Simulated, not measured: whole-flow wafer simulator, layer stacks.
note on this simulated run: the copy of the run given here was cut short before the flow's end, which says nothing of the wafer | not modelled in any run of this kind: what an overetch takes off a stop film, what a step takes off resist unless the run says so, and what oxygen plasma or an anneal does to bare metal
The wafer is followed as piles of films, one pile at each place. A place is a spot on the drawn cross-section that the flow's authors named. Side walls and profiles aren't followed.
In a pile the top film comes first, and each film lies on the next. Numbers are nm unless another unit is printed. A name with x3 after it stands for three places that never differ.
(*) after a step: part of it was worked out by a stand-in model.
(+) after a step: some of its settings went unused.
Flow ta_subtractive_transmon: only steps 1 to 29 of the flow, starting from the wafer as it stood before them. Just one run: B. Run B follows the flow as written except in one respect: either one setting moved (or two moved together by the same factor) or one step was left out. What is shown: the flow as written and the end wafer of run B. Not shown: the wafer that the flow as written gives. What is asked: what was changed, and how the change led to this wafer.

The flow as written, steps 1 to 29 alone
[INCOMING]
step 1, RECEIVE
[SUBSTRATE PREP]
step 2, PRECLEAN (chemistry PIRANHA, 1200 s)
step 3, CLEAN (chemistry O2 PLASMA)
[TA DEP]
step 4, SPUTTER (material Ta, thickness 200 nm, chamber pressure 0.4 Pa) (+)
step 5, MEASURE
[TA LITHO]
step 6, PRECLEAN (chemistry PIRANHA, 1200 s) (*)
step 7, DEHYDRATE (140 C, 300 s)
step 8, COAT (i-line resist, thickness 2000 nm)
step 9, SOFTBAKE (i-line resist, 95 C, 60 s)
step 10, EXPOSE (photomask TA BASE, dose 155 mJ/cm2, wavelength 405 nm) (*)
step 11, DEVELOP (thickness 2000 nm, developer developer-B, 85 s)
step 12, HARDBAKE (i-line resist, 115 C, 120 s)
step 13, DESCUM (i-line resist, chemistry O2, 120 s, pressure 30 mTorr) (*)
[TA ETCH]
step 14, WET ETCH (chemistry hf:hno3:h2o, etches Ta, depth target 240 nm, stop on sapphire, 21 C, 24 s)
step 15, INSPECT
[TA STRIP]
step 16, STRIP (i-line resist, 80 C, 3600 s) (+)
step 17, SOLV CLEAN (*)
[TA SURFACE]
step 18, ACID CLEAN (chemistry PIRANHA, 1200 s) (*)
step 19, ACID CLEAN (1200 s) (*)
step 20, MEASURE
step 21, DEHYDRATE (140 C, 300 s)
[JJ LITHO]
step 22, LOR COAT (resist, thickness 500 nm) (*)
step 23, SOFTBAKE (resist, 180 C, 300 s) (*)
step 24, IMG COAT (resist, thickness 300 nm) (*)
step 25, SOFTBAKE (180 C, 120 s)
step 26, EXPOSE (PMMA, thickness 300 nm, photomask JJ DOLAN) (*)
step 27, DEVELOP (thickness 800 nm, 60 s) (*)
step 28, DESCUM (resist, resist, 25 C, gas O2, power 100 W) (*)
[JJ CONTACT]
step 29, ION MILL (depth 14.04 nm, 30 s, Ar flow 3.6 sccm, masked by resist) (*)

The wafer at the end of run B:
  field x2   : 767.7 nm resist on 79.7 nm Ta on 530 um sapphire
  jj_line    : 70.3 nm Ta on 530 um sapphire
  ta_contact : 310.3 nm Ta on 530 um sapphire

Cause: step 4, SPUTTER: thickness 320 nm was run, while the flow as written has thickness 200 nm.

How this came from the change, step by step:
  step 4, SPUTTER (material Ta, thickness 200 nm, chamber pressure 0.4 Pa) (+)
      field x2, jj_line, lead, ta_contact, ta_pad: +320 Ta (new film) (as written it would have been: +200 Ta (new film))
  step 14, WET ETCH (chemistry hf:hno3:h2o, etches Ta, depth target 240 nm, stop on sapphire, 21 C, 24 s)
      field x2, jj_line, lead: -240 Ta (as written it would have been: -200 Ta (all of it))
  step 22, LOR COAT (resist, thickness 500 nm) (*)
      ta_contact: +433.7 resist (new film) (as written it would have been: +443.8 resist (new film))
  step 29, ION MILL (depth 14.04 nm, 30 s, Ar flow 3.6 sccm, masked by resist) (*)
      jj_line, lead: -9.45 Ta (as written it would have been: -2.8 sapphire)
With metal films that touch counted as one body, field x2 has 1 body; the flow as written gives 0 bodies.
With metal films that touch counted as one body, jj_line has 1 body; the flow as written gives 0 bodies.
